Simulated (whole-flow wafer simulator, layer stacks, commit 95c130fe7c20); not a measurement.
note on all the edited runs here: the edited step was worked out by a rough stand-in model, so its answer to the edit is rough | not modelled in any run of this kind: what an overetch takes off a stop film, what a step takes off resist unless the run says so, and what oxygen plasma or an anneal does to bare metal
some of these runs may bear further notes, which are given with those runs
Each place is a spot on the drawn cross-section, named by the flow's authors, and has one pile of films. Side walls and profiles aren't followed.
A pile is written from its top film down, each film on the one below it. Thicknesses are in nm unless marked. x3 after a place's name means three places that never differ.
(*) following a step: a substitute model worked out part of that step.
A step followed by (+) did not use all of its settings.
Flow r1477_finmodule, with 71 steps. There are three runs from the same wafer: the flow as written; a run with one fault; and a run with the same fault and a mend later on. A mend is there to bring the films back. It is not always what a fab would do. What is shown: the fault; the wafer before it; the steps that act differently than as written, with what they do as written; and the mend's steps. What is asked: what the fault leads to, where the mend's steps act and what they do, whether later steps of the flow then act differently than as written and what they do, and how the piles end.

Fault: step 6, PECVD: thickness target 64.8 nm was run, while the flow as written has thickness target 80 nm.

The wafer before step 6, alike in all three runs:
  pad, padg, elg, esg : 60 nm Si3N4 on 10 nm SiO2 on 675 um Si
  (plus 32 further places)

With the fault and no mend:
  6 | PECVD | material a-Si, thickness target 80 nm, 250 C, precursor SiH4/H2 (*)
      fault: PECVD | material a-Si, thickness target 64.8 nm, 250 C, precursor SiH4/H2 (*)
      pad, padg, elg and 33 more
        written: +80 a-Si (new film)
        fault: +64.8 a-Si (new film)
  Steps later in the flow that act otherwise than as written (not shown: 5 more steps that differ only slightly, by at most 2% or 0.5 nm, whichever is larger):
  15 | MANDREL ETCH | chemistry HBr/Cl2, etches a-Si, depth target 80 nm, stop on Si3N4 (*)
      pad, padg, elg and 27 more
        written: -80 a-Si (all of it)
        fault: -64.8 a-Si (all of it)
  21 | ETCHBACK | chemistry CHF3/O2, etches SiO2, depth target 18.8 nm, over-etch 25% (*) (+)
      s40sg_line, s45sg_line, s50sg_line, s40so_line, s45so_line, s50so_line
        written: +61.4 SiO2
        fault: +46.2 SiO2
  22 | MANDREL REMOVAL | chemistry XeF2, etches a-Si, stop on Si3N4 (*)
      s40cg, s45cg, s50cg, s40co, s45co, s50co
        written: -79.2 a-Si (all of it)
        fault: -64 a-Si (all of it)
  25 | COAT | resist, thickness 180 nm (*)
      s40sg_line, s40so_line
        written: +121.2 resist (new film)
        fault: +132.6 resist (new film)
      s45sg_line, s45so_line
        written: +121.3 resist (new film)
        fault: +132.7 resist (new film)
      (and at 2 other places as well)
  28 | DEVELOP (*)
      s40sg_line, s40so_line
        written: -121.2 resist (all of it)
        fault: -132.6 resist (all of it)
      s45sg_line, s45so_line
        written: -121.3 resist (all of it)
        fault: -132.7 resist (all of it)
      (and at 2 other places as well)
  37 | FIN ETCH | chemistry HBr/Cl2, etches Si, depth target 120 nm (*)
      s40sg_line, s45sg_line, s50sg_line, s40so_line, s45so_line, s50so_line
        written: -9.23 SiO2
        fault: -8.2 SiO2 (all of it), -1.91 Si3N4
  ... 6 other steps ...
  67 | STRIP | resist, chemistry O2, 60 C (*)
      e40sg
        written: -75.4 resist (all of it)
        fault: -77 resist (all of it)
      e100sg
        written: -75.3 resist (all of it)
        fault: -77 resist (all of it)
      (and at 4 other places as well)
  When the end is reached, the piles differ only a little from the flow's at the places that both follow, at most by 2% or 0.5 nm, whichever is larger.

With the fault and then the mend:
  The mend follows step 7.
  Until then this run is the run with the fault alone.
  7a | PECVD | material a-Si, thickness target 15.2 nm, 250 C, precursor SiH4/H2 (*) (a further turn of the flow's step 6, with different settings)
      pad, padg, elg and 33 more
        +15.2 a-Si
  Every later step of the flow that is run acts as written at every place that is followed.
  At every place that both follow, the piles at the end match the flow's.
